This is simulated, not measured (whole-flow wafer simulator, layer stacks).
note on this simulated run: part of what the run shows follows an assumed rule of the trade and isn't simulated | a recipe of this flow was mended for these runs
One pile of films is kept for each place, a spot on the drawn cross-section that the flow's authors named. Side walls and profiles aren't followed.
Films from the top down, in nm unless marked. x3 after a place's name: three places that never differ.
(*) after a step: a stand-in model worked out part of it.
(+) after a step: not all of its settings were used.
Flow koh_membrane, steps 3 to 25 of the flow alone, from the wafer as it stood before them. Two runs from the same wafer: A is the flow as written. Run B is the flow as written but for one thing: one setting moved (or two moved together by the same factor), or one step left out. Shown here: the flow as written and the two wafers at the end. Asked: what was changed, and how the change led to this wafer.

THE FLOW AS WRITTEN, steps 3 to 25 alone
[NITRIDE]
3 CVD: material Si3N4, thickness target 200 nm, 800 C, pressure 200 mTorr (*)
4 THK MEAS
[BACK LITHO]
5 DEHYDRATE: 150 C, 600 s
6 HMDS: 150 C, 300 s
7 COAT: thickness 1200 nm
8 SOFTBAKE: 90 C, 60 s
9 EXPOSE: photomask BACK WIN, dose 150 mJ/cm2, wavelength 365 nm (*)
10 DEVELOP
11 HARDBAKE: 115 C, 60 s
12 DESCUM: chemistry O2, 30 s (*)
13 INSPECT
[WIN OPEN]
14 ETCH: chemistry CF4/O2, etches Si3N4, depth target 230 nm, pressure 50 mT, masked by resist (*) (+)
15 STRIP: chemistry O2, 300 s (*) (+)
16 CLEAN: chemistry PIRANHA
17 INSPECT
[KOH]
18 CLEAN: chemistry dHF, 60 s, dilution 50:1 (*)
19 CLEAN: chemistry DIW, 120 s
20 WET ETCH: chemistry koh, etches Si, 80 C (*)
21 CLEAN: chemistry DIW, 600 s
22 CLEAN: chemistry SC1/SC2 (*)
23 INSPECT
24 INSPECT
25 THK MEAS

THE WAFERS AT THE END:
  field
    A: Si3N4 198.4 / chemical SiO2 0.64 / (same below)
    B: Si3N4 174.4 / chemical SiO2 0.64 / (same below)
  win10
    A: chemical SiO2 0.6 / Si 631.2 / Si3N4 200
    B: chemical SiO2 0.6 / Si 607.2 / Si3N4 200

The cause: step 3, CVD: thickness target 176 nm was run, where the flow has thickness target 200 nm.

How the change led to this, step by step:
  3 CVD: material Si3N4, thickness target 200 nm, 800 C, pressure 200 mTorr (*)
      field, win20 x4, win10: A Si3N4 +200 (new film) | B Si3N4 +176 (new film)
  14 ETCH: chemistry CF4/O2, etches Si3N4, depth target 230 nm, pressure 50 mT, masked by resist (*) (+)
      win20 x4, win10: A Si3N4 -200 (all of it), chemical SiO2 -0.64 (all of it), Si -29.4 | B Si3N4 -176 (all of it), chemical SiO2 -0.64 (all of it), Si -53.4
